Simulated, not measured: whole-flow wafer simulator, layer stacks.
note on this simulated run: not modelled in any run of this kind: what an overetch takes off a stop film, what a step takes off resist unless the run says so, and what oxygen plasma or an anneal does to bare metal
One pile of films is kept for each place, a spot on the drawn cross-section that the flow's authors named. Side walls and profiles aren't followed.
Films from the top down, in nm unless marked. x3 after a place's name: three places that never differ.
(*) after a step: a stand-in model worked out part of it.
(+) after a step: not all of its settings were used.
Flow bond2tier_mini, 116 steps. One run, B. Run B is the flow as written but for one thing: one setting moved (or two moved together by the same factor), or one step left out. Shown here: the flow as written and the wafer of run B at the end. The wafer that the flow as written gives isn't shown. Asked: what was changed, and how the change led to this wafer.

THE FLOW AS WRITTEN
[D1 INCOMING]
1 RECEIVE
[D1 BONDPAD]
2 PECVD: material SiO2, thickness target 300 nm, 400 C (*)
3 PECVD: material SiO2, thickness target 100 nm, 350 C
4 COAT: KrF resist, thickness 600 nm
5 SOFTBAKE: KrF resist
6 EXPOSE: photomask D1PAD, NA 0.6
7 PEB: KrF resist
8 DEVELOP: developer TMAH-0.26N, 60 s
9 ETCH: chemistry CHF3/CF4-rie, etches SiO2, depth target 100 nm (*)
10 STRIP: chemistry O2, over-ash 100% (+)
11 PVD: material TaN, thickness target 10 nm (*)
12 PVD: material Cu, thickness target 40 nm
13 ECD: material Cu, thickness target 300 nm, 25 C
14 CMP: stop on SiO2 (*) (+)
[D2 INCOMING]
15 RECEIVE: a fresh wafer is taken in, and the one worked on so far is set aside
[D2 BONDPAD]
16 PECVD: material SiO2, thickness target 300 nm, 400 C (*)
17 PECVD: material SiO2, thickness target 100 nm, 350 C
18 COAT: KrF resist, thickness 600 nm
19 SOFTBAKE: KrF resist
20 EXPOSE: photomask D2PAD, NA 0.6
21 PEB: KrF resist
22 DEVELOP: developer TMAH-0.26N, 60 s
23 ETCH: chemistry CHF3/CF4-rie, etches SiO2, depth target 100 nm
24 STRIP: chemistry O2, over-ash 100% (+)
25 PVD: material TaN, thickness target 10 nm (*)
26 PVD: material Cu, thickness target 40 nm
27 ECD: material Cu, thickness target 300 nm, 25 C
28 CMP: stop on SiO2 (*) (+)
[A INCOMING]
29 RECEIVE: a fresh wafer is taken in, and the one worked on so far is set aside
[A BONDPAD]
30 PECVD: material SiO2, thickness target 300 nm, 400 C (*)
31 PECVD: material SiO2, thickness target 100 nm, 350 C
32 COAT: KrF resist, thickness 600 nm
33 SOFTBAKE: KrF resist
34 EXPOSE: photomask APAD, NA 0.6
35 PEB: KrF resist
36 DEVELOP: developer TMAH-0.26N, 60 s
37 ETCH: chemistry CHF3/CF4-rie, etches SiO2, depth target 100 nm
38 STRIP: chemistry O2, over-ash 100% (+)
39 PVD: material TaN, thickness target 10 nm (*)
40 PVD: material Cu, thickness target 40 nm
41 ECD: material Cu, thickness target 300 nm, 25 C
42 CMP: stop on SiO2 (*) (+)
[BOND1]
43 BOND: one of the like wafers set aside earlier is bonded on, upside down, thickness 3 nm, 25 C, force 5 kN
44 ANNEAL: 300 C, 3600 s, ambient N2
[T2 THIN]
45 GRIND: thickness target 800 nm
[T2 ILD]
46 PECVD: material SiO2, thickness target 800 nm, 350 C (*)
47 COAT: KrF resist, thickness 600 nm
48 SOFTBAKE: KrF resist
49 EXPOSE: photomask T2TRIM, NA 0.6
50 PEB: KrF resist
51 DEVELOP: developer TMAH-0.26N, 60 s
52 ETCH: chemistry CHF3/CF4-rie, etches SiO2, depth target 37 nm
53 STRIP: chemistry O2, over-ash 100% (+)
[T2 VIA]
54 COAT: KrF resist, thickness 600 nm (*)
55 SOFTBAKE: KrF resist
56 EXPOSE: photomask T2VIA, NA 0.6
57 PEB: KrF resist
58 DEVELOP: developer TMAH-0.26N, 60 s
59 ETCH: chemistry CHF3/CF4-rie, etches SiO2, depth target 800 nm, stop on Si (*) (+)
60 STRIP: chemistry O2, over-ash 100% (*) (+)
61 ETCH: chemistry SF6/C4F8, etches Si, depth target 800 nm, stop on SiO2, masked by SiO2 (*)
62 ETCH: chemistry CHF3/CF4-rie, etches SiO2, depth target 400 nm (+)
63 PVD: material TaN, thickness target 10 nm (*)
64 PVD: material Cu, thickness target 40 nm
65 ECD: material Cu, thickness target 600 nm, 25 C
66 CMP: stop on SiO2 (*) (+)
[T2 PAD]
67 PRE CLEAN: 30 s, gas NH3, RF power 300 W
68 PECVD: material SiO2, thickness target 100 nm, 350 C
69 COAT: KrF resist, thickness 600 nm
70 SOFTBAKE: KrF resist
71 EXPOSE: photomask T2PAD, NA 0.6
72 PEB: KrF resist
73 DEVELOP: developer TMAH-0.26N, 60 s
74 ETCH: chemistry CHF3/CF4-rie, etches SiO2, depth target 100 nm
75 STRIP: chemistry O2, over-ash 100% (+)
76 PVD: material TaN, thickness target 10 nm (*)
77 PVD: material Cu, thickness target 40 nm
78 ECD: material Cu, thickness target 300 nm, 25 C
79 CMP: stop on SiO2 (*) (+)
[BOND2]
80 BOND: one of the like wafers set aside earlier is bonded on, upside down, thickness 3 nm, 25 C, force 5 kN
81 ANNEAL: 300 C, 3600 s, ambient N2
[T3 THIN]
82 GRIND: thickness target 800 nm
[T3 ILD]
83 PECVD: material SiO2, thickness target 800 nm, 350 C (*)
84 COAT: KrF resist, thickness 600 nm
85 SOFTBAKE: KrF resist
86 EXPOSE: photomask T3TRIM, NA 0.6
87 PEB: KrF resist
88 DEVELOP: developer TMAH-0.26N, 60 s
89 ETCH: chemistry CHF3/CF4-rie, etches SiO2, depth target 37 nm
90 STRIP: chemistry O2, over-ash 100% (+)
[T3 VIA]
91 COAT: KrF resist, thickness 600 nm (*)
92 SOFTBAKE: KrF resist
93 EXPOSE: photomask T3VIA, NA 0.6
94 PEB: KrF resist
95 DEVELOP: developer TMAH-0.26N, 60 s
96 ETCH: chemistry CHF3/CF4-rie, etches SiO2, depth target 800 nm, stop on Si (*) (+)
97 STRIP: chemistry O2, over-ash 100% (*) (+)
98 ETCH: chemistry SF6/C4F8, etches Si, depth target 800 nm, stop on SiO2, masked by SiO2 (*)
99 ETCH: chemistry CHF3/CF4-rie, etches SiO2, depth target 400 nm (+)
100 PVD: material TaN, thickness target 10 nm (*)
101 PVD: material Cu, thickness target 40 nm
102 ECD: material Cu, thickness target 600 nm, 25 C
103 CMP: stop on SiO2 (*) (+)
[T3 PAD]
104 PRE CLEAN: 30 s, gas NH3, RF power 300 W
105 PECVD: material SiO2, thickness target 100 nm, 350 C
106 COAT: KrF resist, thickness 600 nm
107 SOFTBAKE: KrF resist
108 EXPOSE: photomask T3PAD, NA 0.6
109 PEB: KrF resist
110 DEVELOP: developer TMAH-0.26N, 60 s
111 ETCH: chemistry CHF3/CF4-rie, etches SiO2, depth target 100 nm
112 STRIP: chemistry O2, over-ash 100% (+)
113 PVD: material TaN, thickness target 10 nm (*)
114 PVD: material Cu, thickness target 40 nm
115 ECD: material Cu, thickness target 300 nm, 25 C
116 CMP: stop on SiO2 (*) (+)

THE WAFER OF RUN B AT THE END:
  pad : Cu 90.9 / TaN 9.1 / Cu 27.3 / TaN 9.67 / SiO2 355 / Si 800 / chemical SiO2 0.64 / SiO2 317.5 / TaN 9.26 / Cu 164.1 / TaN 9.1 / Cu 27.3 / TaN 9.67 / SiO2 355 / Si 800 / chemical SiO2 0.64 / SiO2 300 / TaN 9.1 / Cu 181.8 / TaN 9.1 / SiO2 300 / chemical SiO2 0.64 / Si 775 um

The cause: step 23, ETCH: depth target 82.5 nm was run, where the flow has depth target 100 nm.

How the change led to this, step by step:
  23 ETCH: chemistry CHF3/CF4-rie, etches SiO2, depth target 100 nm
      pad, via: SiO2 -82.5 (as written it would be: SiO2 -100)
      field: KrF resist -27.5 (as written it would be: KrF resist -33.3)
  27 ECD: material Cu, thickness target 300 nm, 25 C
      pad: Cu +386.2 (as written it would be: Cu +404.5)
      via: Cu +382.6 (as written it would be: Cu +400.2)
  80 BOND: one of the like wafers set aside earlier is bonded on, upside down, thickness 3 nm, 25 C, force 5 kN
      pad: Si +775 um (new film), chemical SiO2 +0.64 (new film), SiO2 +317.5 (new film), TaN +9.26 (new film), Cu +73.2 (as written it would be: Si +775 um (new film), chemical SiO2 +0.64 (new film), SiO2 +300 (new film), TaN +9.1 (new film), Cu +90.9)
